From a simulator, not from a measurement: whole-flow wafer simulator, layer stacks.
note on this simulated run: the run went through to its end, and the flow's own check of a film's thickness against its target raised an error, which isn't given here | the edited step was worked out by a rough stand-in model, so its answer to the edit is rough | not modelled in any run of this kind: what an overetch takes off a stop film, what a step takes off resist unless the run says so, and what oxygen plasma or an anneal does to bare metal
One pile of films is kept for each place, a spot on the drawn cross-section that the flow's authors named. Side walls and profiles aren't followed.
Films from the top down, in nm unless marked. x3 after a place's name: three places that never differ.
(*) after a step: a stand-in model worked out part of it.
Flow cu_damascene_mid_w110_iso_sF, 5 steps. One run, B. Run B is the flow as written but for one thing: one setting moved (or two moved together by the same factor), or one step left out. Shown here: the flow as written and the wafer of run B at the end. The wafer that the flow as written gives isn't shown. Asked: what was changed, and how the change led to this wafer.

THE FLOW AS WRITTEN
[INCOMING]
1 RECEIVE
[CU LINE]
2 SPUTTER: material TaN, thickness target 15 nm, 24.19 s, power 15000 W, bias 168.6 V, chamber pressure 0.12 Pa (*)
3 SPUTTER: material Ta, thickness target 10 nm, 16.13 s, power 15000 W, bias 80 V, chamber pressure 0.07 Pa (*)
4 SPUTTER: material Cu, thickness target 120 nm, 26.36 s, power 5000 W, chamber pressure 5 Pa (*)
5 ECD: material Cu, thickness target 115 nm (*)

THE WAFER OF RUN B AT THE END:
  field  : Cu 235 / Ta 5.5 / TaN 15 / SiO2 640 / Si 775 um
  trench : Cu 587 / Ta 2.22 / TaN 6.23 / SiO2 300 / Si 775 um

The cause: step 3, SPUTTER: thickness target 5.5 nm was run, where the flow has thickness target 10 nm; step 3, SPUTTER: 8.87 s was run, where the flow has 16.13 s.
It can be read off the wafer: field has Ta 5.5, and step 3 as written asks for 10 nm.

How the change led to this, step by step:
  3 SPUTTER: material Ta, thickness target 10 nm, 16.13 s, power 15000 W, bias 80 V, chamber pressure 0.07 Pa (*)
      field: Ta +5.5 (new film) (as written it would be: Ta +10 (new film))
      trench: Ta +2.22 (new film) (as written it would be: Ta +4.05 (new film))
